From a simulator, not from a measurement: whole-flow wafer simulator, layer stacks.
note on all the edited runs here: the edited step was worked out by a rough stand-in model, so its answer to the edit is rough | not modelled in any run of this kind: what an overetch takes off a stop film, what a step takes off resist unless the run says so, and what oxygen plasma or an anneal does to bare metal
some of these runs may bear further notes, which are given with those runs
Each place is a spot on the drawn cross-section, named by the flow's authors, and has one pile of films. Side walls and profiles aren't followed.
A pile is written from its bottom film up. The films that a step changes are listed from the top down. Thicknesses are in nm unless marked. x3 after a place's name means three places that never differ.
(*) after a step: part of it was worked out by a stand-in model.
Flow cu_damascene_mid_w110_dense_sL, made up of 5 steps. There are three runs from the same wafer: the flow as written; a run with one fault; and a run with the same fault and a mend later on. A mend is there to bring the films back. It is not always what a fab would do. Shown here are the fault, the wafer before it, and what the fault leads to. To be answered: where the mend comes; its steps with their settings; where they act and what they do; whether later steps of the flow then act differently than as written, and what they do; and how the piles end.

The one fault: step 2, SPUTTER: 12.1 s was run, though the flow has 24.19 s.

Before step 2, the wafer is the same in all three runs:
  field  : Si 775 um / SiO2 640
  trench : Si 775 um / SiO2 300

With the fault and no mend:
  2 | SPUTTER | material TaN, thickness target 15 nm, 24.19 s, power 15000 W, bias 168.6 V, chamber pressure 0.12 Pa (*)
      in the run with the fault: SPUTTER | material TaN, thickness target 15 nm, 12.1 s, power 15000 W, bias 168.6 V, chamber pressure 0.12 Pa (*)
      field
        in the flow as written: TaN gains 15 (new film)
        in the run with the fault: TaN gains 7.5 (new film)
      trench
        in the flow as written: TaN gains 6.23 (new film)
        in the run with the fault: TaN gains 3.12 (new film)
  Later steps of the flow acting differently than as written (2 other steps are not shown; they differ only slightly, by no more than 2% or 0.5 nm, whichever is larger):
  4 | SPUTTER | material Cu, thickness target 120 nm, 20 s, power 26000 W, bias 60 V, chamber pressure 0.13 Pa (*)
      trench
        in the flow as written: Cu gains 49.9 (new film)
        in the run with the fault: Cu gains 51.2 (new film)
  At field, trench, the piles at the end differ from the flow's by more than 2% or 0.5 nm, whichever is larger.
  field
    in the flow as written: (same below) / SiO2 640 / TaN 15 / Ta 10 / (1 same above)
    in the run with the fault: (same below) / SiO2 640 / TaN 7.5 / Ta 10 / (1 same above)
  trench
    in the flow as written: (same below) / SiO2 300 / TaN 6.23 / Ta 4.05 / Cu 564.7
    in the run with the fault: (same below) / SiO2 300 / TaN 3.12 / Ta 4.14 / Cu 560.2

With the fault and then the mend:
  After step 2 comes the mend.
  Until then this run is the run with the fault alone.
  2a | SPUTTER | material TaN, thickness target 15 nm, 12.09 s, power 15000 W, bias 168.6 V, chamber pressure 0.12 Pa (*) (a further turn of the flow's step 2, with different settings)
      field
        TaN gains 7.5
      trench
        TaN gains 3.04
  None of the later steps of the flow differs from how it acts as written, at any place that is followed, by more than 2% or 0.5 nm, whichever is larger.
  The piles end only slightly different from the flow's at the places that both follow, by no more than 2% or 0.5 nm, whichever is larger.
